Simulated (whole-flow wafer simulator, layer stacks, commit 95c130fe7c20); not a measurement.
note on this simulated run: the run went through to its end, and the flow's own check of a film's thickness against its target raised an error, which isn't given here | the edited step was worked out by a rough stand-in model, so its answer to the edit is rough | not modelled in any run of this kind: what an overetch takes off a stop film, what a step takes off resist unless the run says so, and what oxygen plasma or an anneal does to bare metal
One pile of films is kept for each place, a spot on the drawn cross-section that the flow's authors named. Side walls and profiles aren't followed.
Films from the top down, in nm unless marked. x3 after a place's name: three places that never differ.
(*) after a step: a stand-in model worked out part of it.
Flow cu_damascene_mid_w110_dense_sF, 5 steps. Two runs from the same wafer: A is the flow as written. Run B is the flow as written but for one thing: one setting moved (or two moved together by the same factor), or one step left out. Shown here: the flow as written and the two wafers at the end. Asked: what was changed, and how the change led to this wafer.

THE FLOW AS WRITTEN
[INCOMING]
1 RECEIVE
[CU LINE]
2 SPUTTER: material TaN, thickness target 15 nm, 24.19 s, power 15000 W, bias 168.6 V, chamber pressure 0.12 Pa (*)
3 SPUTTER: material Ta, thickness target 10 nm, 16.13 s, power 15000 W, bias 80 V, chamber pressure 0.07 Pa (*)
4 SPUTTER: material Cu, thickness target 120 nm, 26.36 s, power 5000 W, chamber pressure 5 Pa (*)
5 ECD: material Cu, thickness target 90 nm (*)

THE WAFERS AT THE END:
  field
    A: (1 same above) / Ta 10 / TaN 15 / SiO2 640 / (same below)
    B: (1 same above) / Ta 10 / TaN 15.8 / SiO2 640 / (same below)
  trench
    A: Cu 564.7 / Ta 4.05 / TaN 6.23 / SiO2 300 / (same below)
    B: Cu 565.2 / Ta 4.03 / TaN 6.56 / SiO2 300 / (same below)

The cause: step 2, SPUTTER: thickness target 15.8 nm was run, where the flow has thickness target 15 nm; step 2, SPUTTER: 25.4 s was run, where the flow has 24.19 s.
It can be read off the wafer: field has TaN 15.8, and step 2 as written asks for 15 nm.

How the change led to this, step by step:
  2 SPUTTER: material TaN, thickness target 15 nm, 24.19 s, power 15000 W, bias 168.6 V, chamber pressure 0.12 Pa (*)
      field: A TaN +15 (new film) | B TaN +15.8 (new film)
